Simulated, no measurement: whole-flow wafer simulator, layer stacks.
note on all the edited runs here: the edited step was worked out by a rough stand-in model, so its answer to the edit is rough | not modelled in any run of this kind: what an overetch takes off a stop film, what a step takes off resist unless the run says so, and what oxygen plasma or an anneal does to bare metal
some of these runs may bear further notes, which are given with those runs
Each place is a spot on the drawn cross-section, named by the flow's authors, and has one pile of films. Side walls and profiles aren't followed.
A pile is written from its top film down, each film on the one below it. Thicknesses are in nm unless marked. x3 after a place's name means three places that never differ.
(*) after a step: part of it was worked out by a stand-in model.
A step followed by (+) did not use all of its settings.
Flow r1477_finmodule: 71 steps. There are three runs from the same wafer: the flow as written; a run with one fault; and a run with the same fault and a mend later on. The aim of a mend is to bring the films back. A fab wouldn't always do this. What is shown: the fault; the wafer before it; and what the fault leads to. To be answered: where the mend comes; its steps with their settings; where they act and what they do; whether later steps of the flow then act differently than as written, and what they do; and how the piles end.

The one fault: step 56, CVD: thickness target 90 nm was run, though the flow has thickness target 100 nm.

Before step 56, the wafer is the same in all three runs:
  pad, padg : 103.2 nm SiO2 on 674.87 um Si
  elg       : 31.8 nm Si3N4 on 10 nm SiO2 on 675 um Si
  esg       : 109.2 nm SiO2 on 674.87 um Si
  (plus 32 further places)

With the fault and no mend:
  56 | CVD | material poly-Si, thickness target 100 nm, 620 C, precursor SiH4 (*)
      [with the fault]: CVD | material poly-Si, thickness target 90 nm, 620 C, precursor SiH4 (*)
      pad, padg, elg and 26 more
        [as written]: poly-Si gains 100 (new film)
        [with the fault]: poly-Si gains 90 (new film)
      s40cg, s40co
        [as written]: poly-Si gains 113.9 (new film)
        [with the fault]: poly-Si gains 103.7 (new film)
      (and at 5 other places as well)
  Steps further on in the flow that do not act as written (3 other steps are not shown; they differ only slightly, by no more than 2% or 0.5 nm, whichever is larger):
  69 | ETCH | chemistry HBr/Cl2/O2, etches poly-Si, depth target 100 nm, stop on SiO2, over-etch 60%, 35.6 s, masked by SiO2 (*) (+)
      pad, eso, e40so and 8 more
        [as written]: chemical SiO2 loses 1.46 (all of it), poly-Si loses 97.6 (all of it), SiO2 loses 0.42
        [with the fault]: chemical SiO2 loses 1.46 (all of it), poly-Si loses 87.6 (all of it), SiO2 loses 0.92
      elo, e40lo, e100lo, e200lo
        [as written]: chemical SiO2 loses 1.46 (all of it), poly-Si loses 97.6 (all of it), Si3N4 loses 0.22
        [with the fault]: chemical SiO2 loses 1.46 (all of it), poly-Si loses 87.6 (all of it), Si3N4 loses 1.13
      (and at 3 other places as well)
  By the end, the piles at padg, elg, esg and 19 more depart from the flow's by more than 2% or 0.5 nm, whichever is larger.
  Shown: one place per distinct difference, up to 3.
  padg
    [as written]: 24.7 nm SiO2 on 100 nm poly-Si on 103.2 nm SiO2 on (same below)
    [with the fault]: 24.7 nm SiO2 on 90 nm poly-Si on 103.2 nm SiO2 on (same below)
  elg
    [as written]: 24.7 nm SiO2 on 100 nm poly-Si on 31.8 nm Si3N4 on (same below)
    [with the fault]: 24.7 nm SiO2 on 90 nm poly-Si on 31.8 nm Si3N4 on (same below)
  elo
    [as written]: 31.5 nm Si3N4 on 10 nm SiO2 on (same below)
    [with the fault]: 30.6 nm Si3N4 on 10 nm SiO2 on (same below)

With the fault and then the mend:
  The mend stands after step 56.
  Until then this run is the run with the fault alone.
  56a | CVD | material poly-Si, thickness target 10 nm, 620 C, precursor SiH4 (*) (a further turn of the flow's step 56, with different settings)
      pad, padg, elg and 33 more
        poly-Si gains 10
  Every later step of the flow that is run acts as written, at every place that is followed, to within 2% or 0.5 nm, whichever is larger.
  The piles end only slightly different from the flow's at the places that both follow, by no more than 2% or 0.5 nm, whichever is larger.
